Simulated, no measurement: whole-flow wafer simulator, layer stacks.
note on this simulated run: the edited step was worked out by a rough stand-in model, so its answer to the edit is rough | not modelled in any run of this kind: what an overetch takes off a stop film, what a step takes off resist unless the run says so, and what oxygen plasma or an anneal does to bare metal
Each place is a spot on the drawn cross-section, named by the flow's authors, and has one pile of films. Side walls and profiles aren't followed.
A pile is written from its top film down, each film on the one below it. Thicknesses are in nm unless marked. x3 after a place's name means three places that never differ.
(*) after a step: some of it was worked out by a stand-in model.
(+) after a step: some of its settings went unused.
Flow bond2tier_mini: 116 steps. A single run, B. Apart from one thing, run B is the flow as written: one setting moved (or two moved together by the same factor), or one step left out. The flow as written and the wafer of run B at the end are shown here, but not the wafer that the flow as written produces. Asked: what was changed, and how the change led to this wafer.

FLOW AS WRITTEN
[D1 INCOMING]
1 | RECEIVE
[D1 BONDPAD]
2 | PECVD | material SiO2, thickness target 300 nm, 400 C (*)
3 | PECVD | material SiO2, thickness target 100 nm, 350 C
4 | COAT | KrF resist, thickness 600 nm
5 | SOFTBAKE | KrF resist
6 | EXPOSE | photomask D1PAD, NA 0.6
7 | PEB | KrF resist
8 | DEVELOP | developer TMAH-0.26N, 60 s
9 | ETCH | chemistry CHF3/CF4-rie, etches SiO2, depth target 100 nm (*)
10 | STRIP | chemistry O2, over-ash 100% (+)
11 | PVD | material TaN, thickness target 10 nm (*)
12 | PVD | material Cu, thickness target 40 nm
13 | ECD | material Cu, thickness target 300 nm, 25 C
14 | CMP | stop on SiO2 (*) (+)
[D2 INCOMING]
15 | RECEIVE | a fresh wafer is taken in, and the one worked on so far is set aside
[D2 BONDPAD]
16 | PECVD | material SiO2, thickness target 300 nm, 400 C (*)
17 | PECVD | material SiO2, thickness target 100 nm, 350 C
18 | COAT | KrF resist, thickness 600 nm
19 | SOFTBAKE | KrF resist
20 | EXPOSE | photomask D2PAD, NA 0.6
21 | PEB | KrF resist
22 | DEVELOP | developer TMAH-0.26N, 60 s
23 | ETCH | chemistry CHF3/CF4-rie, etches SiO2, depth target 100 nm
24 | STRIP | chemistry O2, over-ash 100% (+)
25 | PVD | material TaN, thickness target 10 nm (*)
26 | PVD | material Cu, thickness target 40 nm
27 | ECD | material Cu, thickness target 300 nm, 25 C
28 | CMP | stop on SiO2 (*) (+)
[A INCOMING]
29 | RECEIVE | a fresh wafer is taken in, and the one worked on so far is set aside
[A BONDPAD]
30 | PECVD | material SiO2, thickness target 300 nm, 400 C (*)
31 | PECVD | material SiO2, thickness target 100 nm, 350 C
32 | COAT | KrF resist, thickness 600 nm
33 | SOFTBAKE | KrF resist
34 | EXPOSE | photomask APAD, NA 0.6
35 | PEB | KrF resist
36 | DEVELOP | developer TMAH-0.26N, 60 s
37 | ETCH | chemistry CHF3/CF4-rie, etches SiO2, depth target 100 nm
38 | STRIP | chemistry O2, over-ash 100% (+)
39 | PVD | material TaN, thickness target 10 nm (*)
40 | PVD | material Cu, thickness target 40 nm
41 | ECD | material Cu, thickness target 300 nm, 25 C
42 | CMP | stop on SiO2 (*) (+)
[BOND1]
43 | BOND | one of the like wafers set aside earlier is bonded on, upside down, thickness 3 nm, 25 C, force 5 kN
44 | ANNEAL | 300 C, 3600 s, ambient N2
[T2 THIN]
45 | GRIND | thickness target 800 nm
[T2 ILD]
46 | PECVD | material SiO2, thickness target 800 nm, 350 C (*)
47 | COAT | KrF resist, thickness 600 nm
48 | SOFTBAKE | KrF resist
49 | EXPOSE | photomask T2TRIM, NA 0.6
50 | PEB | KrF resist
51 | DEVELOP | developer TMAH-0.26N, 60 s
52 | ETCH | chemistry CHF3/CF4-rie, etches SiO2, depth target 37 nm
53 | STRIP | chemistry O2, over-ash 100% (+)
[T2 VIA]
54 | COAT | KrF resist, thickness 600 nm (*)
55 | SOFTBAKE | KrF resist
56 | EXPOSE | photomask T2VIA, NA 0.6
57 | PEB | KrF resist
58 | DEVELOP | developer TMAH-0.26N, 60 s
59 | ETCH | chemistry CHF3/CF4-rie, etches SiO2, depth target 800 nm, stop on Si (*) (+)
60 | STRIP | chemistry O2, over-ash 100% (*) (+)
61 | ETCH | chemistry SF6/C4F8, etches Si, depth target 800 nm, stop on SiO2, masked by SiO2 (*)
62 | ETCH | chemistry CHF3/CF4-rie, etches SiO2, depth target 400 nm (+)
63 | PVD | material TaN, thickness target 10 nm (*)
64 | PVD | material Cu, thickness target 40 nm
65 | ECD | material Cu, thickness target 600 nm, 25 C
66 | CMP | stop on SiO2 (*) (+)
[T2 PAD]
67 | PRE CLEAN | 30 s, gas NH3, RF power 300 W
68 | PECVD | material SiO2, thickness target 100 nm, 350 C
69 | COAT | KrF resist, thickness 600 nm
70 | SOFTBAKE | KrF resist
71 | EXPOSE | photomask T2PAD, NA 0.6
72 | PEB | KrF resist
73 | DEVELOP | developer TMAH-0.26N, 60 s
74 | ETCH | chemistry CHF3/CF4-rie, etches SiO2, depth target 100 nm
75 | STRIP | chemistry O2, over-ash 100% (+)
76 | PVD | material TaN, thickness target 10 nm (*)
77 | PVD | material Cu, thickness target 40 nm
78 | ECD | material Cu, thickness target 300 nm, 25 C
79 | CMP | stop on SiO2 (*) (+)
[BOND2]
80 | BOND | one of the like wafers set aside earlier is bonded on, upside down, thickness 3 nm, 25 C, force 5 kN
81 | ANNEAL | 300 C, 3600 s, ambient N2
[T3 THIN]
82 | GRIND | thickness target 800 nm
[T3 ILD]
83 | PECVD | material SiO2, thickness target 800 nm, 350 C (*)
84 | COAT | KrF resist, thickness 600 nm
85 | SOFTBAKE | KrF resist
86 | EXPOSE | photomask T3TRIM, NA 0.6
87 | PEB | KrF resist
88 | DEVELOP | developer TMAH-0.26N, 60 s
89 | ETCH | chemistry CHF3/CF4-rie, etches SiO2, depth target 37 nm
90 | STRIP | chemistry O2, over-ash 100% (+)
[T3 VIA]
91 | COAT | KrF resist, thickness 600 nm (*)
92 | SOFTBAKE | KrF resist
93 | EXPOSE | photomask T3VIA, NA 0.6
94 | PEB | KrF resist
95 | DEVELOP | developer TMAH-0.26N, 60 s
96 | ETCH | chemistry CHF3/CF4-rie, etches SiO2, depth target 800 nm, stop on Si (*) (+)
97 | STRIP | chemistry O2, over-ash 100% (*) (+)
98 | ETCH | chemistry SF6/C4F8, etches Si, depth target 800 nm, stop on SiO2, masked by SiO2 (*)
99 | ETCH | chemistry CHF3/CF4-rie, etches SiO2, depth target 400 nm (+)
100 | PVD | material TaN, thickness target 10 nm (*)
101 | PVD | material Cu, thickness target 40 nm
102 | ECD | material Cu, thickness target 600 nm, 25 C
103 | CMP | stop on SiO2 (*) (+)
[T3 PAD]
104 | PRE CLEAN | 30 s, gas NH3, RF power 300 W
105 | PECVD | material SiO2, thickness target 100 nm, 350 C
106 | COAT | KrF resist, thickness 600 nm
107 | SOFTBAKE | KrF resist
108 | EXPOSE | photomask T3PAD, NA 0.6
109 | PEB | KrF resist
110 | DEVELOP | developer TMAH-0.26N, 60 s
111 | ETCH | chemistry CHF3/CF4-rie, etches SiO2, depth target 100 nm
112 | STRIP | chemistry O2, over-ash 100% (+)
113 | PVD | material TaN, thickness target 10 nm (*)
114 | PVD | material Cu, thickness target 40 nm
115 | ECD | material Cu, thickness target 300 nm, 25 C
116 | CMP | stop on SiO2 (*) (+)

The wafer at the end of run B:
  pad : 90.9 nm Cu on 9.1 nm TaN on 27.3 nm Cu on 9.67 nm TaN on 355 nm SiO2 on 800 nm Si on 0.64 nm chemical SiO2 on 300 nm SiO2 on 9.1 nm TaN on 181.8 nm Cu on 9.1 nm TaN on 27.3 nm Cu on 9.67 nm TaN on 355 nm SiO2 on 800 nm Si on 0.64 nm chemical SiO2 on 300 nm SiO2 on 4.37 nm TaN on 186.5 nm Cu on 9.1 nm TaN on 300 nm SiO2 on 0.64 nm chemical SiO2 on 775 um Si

Cause: step 11, PVD: thickness target 4.8 nm was run, though the flow has thickness target 10 nm.

How this came from the change, step by step:
  11 | PVD | material TaN, thickness target 10 nm (*)
      field: TaN gains 4.8 (new film) (in the flow as written it would be: TaN gains 10 (new film))
      pad: TaN gains 4.37 (new film) (in the flow as written it would be: TaN gains 9.1 (new film))
      (also at 1 further place)
  14 | CMP | stop on SiO2 (*) (+)
      field: Cu loses 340 (all of it), TaN loses 4.8 (all of it) (in the flow as written it would be: Cu loses 340 (all of it), TaN loses 10 (all of it))
  43 | BOND | one of the like wafers set aside earlier is bonded on, upside down, thickness 3 nm, 25 C, force 5 kN
      pad: Si gains 775 um (new film), chemical SiO2 gains 0.64 (new film), SiO2 gains 300 (new film), TaN gains 4.37 (new film), Cu gains 95.6 (in the flow as written it would be: Si gains 775 um (new film), chemical SiO2 gains 0.64 (new film), SiO2 gains 300 (new film), TaN gains 9.1 (new film), Cu gains 90.9)
      via: Si gains 775 um (new film), chemical SiO2 gains 0.64 (new film), SiO2 gains 300 (new film), TaN gains 4.79 (new film), Cu gains 95.2 (in the flow as written it would be: Si gains 775 um (new film), chemical SiO2 gains 0.64 (new film), SiO2 gains 300 (new film), TaN gains 9.97 (new film), Cu gains 90)
